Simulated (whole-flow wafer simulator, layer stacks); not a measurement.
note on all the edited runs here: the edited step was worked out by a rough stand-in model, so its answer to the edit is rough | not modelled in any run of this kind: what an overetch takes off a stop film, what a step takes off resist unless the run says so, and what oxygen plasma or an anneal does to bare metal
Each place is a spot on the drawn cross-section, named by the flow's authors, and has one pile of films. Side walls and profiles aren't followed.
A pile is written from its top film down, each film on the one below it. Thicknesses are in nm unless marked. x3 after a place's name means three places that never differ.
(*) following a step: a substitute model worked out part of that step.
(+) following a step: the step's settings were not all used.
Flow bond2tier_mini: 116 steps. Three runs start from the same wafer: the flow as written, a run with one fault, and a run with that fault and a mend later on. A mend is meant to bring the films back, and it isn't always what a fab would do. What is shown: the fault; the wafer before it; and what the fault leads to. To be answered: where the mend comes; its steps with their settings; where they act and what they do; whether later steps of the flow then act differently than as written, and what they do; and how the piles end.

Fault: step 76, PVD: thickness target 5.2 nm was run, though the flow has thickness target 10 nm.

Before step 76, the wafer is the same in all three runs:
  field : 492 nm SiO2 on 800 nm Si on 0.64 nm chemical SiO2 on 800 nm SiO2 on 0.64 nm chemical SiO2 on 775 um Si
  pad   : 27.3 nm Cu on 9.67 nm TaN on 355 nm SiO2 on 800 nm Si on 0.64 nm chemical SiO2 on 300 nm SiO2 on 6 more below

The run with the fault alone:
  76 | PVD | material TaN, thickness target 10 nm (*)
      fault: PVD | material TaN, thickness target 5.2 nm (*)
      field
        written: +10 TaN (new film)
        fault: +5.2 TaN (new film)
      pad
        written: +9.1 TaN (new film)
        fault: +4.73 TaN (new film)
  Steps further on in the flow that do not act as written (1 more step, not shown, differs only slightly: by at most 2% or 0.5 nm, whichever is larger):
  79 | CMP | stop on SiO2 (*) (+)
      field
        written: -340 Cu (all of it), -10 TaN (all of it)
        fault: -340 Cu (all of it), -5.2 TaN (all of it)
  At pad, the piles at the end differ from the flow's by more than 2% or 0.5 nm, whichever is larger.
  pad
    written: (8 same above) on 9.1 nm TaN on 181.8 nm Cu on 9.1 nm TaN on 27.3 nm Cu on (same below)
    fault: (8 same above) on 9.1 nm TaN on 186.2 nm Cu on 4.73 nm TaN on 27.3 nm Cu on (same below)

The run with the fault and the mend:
  The mend stands after step 76.
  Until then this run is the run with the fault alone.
  76a | PVD | material TaN, thickness target 4.8 nm (*) (the flow's step 76 again, with other settings)
      field
        +4.8 TaN
      pad
        +4.37 TaN
  Later steps of the flow that are run all act as written at every place that is followed.
  By the end, the piles equal the flow's at every place that both follow.
